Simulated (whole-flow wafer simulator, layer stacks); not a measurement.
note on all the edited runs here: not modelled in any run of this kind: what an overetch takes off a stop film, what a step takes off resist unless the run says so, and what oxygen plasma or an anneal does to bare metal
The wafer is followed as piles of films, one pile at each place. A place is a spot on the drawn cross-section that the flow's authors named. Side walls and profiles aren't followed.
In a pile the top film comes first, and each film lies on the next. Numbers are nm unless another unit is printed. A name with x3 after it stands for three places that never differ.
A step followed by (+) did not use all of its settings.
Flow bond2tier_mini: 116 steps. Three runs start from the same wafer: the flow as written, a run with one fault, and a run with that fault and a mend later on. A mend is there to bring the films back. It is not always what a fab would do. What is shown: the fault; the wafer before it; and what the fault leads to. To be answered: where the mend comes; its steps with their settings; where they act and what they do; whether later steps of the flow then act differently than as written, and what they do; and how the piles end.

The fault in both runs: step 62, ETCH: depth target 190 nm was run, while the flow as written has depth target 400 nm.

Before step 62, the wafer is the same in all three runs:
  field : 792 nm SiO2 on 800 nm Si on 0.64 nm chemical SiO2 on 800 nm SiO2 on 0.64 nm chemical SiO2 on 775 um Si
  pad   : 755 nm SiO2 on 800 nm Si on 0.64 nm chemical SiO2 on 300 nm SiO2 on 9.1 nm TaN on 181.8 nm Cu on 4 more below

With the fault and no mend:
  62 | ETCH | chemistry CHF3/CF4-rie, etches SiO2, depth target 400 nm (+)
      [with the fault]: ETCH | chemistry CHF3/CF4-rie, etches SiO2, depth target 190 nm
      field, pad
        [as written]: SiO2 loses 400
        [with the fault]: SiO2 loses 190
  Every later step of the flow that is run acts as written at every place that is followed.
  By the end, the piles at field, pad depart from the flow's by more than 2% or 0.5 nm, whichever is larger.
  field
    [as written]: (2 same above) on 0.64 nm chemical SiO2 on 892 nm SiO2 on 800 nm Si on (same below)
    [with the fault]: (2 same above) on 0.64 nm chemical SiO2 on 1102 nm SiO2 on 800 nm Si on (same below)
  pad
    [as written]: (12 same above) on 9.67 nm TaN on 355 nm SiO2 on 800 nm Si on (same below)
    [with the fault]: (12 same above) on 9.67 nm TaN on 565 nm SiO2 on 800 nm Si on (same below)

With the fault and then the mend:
  The mend stands after step 62.
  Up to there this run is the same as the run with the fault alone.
  62a | ETCH | chemistry CHF3/CF4-rie, etches SiO2, depth target 210 nm (+) (the flow's step 62, run once more with other settings)
      field, pad
        SiO2 loses 210
  Every later step of the flow that is run acts as written at every place that is followed.
  At every place that both follow, the piles at the end match the flow's.
